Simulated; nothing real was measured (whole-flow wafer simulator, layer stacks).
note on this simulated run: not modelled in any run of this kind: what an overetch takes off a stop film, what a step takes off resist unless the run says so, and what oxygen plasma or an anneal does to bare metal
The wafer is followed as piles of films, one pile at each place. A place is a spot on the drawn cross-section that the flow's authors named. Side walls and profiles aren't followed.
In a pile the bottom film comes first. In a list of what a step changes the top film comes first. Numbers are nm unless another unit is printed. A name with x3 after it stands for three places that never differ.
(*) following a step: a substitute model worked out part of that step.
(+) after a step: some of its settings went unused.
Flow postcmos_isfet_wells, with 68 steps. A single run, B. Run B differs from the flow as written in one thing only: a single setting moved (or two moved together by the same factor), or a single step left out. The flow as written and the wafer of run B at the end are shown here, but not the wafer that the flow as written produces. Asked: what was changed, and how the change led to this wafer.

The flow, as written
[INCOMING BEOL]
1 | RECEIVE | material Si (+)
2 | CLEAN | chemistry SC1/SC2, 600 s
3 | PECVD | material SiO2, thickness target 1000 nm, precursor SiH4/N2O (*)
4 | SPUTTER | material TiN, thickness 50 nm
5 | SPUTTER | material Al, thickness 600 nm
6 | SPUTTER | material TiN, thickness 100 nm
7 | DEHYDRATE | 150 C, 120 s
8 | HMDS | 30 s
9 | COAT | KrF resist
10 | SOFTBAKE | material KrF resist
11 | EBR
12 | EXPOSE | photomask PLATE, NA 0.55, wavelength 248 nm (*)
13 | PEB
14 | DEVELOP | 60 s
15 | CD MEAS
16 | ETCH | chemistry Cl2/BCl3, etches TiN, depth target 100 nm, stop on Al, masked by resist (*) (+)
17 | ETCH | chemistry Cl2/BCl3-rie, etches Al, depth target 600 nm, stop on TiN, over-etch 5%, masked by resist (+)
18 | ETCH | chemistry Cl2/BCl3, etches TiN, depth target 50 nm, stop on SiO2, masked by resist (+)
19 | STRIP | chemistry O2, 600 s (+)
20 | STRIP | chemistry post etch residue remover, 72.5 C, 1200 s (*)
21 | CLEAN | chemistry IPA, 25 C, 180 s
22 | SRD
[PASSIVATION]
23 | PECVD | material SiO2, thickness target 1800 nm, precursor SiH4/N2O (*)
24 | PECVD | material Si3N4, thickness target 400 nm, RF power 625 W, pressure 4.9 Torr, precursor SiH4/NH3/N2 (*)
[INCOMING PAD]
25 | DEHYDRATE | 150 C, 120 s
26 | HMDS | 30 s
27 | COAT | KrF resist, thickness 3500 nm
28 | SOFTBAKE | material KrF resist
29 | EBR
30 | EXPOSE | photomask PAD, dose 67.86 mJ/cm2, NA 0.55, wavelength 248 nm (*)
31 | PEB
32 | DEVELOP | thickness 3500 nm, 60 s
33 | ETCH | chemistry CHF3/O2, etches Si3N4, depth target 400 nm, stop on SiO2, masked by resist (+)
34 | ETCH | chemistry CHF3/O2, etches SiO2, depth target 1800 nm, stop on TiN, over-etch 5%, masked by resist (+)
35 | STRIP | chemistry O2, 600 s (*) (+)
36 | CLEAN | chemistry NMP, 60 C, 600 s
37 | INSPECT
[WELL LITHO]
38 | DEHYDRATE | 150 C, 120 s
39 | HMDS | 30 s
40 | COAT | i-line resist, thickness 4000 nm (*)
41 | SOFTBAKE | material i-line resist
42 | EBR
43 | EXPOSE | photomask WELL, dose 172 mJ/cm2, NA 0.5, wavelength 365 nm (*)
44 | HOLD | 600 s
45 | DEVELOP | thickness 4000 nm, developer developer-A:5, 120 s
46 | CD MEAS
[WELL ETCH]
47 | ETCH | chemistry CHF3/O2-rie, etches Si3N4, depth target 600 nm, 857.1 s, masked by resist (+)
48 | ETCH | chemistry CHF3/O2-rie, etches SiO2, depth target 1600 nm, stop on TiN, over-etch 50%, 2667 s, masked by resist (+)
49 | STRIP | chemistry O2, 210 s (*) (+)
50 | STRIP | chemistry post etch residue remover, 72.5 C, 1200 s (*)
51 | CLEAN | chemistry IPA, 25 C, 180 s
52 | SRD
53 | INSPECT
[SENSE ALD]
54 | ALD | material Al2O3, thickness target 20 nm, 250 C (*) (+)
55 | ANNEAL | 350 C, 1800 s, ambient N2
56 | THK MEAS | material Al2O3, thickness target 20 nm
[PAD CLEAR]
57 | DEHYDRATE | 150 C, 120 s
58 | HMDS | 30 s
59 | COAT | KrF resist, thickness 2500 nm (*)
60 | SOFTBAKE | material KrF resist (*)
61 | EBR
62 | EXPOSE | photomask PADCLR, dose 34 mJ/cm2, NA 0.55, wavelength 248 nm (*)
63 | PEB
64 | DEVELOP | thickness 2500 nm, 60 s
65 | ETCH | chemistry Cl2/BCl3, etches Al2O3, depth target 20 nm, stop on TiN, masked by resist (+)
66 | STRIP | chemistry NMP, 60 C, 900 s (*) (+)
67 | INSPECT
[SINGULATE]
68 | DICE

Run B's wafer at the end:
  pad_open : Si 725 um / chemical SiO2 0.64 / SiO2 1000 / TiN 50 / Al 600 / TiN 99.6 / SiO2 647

The reason: step 34, ETCH: depth target 1153 nm was run, while the flow as written has depth target 1800 nm.

The path from the change to this, step by step:
  34 | ETCH | chemistry CHF3/O2, etches SiO2, depth target 1800 nm, stop on TiN, over-etch 5%, masked by resist (+)
      pad_open: SiO2 loses 1153 (as written it would have been: SiO2 loses 1800 (all of it))
      field, margin, well900, well1300, well2000, well3000, pad_rim, pad_clr: KrF resist loses 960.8 (as written it would have been: KrF resist loses 1500)
  35 | STRIP | chemistry O2, 600 s (*) (+)
      field, margin, well900, well1300, well2000, well3000, pad_rim, pad_clr: KrF resist loses 2177.6 (all of it) (as written it would have been: KrF resist loses 1638.4 (all of it))
  40 | COAT | i-line resist, thickness 4000 nm (*)
      pad_clr: i-line resist gains 3462.5 (new film) (as written it would have been: i-line resist gains 3256.8 (new film))
      pad_open: i-line resist gains 4571.4 (new film) (as written it would have been: i-line resist gains 4804.7 (new film))
  41 | SOFTBAKE | material i-line resist
      pad_clr: i-line resist loses 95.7 (as written it would have been: i-line resist loses 156.7)
      pad_open: i-line resist gains 85 (as written it would have been: i-line resist gains 115.3)
  49 | STRIP | chemistry O2, 210 s (*) (+)
      pad_clr: i-line resist loses 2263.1 (all of it) (as written it would have been: i-line resist loses 1996.5 (all of it))
      pad_open: i-line resist loses 3552.8 (all of it) (as written it would have been: i-line resist loses 3816.3 (all of it))
  59 | COAT | KrF resist, thickness 2500 nm (*)
      pad_rim: KrF resist gains 2127.1 (new film) (as written it would have been: KrF resist gains 1976.4 (new film))
      pad_clr: KrF resist gains 1914.8 (new film) (as written it would have been: KrF resist gains 1691.6 (new film))
      (as well as at 1 more place)
  60 | SOFTBAKE | material KrF resist (*)
      pad_rim: KrF resist loses 0.64 (as written it would have been: nothing)
      pad_clr: KrF resist loses 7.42 (as written it would have been: KrF resist loses 9.57)
  64 | DEVELOP | thickness 2500 nm, 60 s
      pad_clr: KrF resist loses 1907.4 (all of it) (as written it would have been: KrF resist loses 1682 (all of it))
      pad_open: KrF resist loses 2900.9 (all of it) (as written it would have been: KrF resist loses 3067.2 (all of it))
  66 | STRIP | chemistry NMP, 60 C, 900 s (*) (+)
      pad_rim: KrF resist loses 2087.7 (all of it) (as written it would have been: KrF resist loses 1937.7 (all of it))
